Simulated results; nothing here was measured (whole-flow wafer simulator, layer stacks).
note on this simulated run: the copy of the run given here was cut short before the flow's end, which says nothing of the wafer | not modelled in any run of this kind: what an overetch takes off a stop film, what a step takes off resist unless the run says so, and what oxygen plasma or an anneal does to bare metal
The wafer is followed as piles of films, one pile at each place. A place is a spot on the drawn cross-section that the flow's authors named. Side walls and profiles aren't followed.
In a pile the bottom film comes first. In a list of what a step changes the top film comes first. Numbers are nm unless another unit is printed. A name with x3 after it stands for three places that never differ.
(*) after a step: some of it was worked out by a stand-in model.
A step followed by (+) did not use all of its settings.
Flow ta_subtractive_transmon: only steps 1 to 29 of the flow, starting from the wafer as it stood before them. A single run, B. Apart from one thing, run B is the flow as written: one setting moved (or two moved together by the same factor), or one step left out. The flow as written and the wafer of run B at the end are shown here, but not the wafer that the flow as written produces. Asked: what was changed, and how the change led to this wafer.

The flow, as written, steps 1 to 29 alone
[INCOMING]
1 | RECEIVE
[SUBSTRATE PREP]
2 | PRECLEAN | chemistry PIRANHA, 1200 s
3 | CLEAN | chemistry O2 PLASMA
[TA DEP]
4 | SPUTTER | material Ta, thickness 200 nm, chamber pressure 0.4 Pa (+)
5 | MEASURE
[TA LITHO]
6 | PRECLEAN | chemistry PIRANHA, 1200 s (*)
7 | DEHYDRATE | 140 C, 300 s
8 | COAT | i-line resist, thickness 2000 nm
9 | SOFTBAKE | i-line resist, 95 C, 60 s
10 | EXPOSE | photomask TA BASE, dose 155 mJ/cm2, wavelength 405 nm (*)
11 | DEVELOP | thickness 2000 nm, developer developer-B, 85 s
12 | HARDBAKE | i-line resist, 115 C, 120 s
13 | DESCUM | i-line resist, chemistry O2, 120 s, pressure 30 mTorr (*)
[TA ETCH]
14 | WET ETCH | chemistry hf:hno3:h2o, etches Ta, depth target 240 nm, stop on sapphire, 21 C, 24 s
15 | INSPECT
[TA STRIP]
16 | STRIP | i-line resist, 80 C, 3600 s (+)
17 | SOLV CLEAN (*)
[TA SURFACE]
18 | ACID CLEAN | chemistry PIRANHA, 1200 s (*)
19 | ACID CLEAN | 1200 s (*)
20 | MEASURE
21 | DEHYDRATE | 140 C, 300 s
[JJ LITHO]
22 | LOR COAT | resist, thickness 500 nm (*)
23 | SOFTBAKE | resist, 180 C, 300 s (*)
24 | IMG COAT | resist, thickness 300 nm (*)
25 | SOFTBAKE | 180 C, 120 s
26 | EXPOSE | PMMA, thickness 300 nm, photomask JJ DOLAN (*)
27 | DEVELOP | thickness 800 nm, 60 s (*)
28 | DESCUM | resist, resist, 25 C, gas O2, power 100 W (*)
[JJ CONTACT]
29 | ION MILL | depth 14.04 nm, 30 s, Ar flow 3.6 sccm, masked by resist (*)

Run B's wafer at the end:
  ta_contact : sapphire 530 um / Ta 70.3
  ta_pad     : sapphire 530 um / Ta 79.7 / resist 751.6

The reason: step 4, SPUTTER: thickness 80 nm was run, while the flow as written has thickness 200 nm.

How this came from the change, step by step:
  4 | SPUTTER | material Ta, thickness 200 nm, chamber pressure 0.4 Pa (+)
      field x2, jj_line, lead, ta_contact, ta_pad: +80 Ta (new film) (in the flow as written it would be: +200 Ta (new film))
  14 | WET ETCH | chemistry hf:hno3:h2o, etches Ta, depth target 240 nm, stop on sapphire, 21 C, 24 s
      field x2, jj_line, lead: -80 Ta (all of it) (in the flow as written it would be: -200 Ta (all of it))
  22 | LOR COAT | resist, thickness 500 nm (*)
      lead: +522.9 resist (new film) (in the flow as written it would be: +554.8 resist (new film))
      ta_contact: +476.3 resist (new film) (in the flow as written it would be: +443.8 resist (new film))
  24 | IMG COAT | resist, thickness 300 nm (*)
      lead: +305 resist (in the flow as written it would be: +312.6 resist)
      ta_contact: +295.1 resist (in the flow as written it would be: +287.4 resist)
      (and at 1 other place as well)
  27 | DEVELOP | thickness 800 nm, 60 s (*)
      lead: -827.8 resist (all of it) (in the flow as written it would be: -867.4 resist (all of it))
      ta_contact: -771.5 resist (all of it) (in the flow as written it would be: -731.2 resist (all of it))
